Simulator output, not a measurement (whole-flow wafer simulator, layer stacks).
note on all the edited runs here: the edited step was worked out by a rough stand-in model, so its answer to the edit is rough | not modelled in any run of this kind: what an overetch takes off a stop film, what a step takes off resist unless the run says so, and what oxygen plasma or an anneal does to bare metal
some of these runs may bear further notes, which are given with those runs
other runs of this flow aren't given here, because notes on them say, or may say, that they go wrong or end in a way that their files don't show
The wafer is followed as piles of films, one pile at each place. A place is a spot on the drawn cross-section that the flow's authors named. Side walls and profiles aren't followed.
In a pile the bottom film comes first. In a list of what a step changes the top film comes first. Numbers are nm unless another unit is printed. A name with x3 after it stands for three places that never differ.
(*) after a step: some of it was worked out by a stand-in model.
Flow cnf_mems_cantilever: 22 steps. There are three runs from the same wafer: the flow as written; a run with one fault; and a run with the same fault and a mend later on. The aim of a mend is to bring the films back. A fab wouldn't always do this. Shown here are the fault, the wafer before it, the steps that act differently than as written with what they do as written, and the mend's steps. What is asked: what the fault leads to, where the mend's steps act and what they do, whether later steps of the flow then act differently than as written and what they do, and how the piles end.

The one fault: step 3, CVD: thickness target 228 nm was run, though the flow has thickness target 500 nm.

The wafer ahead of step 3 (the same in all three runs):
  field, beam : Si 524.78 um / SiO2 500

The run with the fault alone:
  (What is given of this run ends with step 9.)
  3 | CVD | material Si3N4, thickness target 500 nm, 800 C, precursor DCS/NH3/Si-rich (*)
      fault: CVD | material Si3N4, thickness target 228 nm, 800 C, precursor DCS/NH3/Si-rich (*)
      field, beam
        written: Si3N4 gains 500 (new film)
        fault: Si3N4 gains 228 (new film)
  None of the later steps of the flow up to step 9 acts differently than as written at any place that is followed.
  The piles after step 9 differ from the flow's at field, beam by more than 2% or 0.5 nm, whichever is larger.
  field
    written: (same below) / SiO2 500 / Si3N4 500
    fault: (same below) / SiO2 500 / Si3N4 228
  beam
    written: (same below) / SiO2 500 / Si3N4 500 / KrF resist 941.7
    fault: (same below) / SiO2 500 / Si3N4 228 / KrF resist 941.7

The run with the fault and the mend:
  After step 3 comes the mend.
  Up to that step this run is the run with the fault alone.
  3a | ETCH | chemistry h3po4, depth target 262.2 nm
      field, beam
        Si3N4 loses 228 (all of it)
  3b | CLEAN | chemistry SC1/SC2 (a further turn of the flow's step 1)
      alters no film at any place that is followed
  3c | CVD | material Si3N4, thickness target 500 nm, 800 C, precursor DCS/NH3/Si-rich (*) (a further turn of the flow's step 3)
      field, beam
        Si3N4 gains 500 (new film)
  None of the later steps of the flow acts differently than as written at any place that is followed.
  The piles end the same as the flow's at every place that both follow.
